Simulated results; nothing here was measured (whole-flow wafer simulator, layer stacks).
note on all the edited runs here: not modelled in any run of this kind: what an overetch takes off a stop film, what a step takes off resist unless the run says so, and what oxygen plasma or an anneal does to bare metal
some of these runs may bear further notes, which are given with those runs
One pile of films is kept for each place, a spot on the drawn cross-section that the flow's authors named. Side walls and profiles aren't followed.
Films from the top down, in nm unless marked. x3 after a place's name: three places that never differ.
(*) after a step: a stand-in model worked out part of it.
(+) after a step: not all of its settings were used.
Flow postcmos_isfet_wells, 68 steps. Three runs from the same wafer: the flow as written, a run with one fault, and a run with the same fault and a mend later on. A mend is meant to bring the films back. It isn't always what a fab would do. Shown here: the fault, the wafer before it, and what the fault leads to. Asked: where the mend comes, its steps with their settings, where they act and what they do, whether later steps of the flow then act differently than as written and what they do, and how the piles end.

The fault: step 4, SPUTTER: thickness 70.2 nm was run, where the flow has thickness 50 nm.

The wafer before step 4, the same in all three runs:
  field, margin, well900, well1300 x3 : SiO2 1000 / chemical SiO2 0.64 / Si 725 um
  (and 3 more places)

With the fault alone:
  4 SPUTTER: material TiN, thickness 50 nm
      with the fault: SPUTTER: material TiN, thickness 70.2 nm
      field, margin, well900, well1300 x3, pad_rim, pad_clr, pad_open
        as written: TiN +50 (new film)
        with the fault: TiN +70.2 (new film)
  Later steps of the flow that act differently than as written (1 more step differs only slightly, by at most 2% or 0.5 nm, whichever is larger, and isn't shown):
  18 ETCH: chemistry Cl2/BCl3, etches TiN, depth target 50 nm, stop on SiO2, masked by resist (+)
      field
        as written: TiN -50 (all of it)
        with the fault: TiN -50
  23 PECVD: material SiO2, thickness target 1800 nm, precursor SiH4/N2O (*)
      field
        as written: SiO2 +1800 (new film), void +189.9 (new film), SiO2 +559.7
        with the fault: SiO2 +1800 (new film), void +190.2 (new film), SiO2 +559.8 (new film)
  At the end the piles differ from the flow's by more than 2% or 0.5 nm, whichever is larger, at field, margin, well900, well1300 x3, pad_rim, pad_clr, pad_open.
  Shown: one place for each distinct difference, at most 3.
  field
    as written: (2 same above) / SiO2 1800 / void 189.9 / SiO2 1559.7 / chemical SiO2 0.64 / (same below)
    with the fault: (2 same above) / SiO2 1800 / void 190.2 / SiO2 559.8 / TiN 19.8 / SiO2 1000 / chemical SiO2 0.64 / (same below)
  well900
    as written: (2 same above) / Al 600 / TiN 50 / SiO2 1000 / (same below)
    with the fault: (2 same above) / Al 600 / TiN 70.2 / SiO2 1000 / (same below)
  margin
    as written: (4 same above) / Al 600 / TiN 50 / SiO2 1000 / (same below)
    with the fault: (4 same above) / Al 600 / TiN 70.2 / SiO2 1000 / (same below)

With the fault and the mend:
  The mend comes after step 4.
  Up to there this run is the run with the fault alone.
  4a ETCH: chemistry peroxide tin strip, depth target 80.73 nm
      field, margin, well900, well1300 x3, pad_rim, pad_clr, pad_open
        TiN -70.2 (all of it)
  4b SPUTTER: material TiN, thickness 50 nm (the flow's step 4 once more)
      field, margin, well900, well1300 x3, pad_rim, pad_clr, pad_open
        TiN +50 (new film)
  No later step of the flow acts differently than as written at any place that is followed.
  At the end the piles are the same as the flow's at every place that both follow.
